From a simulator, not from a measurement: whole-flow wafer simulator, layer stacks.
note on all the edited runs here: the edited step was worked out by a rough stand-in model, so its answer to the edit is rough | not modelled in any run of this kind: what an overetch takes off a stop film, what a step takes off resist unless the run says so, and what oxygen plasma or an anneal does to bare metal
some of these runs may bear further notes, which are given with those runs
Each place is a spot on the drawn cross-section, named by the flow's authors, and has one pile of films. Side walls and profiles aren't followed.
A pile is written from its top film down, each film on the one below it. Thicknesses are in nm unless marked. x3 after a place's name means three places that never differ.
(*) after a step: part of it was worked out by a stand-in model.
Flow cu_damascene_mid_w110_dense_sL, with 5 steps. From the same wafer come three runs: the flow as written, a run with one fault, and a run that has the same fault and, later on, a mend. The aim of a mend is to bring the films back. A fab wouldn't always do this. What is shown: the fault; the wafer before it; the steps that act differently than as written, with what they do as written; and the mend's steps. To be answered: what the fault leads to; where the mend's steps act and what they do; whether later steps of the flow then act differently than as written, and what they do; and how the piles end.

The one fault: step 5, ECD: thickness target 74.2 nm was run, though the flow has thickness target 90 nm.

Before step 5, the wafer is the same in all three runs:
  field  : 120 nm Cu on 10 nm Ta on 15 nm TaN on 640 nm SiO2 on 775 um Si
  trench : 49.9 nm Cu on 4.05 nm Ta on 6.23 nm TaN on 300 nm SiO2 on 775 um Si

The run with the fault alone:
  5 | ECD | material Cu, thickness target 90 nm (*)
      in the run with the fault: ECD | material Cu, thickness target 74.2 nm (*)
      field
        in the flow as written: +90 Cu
        in the run with the fault: +74.2 Cu
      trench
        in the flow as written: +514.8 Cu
        in the run with the fault: +499 Cu
  Every later step of the flow that is run acts as written at every place that is followed.
  At field, trench, the piles at the end differ from the flow's by more than 2% or 0.5 nm, whichever is larger.
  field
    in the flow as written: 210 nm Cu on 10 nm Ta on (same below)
    in the run with the fault: 194.2 nm Cu on 10 nm Ta on (same below)
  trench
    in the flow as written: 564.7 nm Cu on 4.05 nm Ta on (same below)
    in the run with the fault: 548.9 nm Cu on 4.05 nm Ta on (same below)

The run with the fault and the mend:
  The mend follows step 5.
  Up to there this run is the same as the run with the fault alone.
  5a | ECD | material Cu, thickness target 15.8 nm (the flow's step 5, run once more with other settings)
      field, trench
        +15.8 Cu
  Every later step of the flow that is run acts as written at every place that is followed.
  At every place that both follow, the piles at the end match the flow's.
